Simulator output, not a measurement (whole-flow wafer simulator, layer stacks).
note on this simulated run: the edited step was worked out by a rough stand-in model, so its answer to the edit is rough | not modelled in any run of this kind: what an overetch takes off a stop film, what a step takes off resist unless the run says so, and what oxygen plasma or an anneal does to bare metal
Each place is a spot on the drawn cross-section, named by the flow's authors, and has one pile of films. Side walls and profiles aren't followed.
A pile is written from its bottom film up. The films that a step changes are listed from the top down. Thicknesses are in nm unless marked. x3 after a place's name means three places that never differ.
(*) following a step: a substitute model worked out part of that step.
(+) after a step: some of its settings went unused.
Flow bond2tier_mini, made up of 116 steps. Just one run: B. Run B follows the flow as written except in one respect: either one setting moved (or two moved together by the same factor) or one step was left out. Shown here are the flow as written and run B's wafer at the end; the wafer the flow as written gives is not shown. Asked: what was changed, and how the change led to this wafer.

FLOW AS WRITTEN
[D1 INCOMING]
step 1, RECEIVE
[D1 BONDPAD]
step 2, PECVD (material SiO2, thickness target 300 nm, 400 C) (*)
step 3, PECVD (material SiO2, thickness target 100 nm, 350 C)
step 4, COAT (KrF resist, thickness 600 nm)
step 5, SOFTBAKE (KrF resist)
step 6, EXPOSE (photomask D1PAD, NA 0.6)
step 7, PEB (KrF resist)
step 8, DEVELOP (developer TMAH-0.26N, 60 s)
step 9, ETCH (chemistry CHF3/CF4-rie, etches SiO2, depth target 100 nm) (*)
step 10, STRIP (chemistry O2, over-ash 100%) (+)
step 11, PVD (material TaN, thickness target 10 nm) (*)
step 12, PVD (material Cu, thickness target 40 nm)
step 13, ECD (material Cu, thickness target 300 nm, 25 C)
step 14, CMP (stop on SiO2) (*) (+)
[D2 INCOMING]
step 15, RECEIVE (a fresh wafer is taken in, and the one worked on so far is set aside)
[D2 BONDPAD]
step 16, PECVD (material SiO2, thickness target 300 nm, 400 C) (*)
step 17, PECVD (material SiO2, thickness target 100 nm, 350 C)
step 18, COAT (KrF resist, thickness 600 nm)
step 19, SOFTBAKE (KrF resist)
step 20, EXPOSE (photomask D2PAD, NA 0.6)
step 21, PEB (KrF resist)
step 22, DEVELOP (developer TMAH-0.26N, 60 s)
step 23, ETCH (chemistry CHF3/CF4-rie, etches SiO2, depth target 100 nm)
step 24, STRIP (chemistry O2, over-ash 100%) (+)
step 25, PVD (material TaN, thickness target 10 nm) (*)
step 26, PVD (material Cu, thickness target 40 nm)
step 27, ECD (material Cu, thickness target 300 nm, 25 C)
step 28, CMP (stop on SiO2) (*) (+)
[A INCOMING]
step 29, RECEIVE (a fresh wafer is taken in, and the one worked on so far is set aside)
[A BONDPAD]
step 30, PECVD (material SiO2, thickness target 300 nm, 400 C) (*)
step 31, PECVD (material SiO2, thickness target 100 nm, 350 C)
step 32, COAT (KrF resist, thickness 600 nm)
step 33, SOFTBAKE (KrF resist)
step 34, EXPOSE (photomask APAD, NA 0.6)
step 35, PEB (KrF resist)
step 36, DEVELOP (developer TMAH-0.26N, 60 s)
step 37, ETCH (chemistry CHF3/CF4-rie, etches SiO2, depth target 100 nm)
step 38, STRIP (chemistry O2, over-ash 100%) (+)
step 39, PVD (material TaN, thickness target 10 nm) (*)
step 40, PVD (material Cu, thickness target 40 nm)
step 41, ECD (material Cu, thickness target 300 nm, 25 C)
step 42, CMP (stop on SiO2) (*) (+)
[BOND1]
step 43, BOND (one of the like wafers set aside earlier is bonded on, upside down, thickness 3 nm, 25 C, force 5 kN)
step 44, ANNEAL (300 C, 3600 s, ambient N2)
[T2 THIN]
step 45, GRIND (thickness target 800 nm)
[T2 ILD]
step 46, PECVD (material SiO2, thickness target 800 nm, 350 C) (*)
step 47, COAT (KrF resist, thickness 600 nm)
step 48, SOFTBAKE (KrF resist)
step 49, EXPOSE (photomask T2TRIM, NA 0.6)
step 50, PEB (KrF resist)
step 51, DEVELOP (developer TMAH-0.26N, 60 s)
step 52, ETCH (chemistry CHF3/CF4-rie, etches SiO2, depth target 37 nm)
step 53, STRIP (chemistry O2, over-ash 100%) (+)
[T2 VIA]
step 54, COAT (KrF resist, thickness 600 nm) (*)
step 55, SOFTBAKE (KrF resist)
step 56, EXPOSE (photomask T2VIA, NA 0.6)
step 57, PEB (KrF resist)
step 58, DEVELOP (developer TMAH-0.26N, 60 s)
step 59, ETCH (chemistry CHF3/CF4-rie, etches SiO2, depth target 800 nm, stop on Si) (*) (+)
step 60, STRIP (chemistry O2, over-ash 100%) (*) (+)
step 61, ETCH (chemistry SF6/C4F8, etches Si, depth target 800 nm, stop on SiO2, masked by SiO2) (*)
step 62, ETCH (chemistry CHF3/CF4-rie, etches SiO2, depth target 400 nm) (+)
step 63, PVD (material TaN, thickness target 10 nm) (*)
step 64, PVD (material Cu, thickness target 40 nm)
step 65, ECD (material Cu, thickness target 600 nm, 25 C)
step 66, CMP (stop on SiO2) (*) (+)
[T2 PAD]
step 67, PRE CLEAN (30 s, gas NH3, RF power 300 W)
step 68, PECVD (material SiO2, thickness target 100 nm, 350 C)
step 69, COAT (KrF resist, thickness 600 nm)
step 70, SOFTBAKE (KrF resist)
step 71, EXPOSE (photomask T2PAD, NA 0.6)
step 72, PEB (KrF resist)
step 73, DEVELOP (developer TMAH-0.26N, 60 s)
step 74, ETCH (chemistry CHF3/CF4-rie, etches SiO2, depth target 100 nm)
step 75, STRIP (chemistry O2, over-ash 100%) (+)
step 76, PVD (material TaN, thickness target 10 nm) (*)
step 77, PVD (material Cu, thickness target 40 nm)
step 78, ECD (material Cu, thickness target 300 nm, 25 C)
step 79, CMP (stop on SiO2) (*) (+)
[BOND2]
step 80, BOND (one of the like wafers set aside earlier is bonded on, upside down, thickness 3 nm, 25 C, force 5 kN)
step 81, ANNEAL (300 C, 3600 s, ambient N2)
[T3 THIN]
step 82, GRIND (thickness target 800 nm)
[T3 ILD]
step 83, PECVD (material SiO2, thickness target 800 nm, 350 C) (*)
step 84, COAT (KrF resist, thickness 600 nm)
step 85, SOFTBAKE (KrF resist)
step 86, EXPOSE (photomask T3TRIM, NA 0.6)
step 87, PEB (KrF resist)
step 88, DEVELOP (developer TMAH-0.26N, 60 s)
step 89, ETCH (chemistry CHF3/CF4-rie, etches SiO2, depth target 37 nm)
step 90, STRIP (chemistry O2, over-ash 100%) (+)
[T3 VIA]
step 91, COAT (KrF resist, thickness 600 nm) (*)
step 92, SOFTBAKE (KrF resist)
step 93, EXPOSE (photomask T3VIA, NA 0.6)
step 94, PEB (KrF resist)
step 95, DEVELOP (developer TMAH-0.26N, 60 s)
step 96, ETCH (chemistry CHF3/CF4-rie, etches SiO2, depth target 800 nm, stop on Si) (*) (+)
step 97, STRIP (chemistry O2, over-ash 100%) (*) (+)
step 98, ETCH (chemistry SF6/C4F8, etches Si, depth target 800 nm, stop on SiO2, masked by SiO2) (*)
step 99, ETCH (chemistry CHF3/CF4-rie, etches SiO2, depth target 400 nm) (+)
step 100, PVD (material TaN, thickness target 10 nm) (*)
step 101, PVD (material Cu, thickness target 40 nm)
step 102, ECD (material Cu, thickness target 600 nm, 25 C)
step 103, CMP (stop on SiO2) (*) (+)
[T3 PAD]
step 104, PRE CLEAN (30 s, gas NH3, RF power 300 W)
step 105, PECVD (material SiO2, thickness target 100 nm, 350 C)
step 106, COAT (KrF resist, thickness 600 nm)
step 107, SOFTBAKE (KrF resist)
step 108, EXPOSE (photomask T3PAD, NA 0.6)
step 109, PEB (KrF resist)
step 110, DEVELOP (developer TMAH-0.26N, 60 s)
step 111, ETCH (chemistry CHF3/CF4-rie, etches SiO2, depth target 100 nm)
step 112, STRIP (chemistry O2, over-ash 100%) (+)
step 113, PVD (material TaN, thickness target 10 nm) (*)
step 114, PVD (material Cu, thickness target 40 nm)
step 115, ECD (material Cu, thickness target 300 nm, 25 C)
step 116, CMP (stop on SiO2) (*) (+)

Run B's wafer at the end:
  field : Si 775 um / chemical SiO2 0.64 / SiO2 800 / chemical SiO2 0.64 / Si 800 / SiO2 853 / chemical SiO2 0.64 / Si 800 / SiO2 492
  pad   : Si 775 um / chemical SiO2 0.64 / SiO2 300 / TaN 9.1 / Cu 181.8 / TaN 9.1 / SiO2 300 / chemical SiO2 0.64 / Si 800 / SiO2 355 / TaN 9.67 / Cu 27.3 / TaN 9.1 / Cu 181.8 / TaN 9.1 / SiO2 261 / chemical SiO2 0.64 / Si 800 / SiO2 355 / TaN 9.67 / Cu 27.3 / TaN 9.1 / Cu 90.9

What caused this: step 16, PECVD: thickness target 261 nm was run, though the flow has thickness target 300 nm.
The wafer itself shows it: pad has SiO2 261, and step 16 as written asks for 300 nm.

How this came from the change, step by step:
  step 16, PECVD (material SiO2, thickness target 300 nm, 400 C) (*)
      field, pad, via: SiO2 gains 261 (new film) (in the flow as written it would be: SiO2 gains 300 (new film))
  step 80, BOND (one of the like wafers set aside earlier is bonded on, upside down, thickness 3 nm, 25 C, force 5 kN)
      field: Si gains 775 um (new film), chemical SiO2 gains 0.64 (new film), SiO2 gains 361 (in the flow as written it would be: Si gains 775 um (new film), chemical SiO2 gains 0.64 (new film), SiO2 gains 400)
      pad: Si gains 775 um (new film), chemical SiO2 gains 0.64 (new film), SiO2 gains 261 (new film), TaN gains 9.1 (new film), Cu gains 90.9 (in the flow as written it would be: Si gains 775 um (new film), chemical SiO2 gains 0.64 (new film), SiO2 gains 300 (new film), TaN gains 9.1 (new film), Cu gains 90.9)
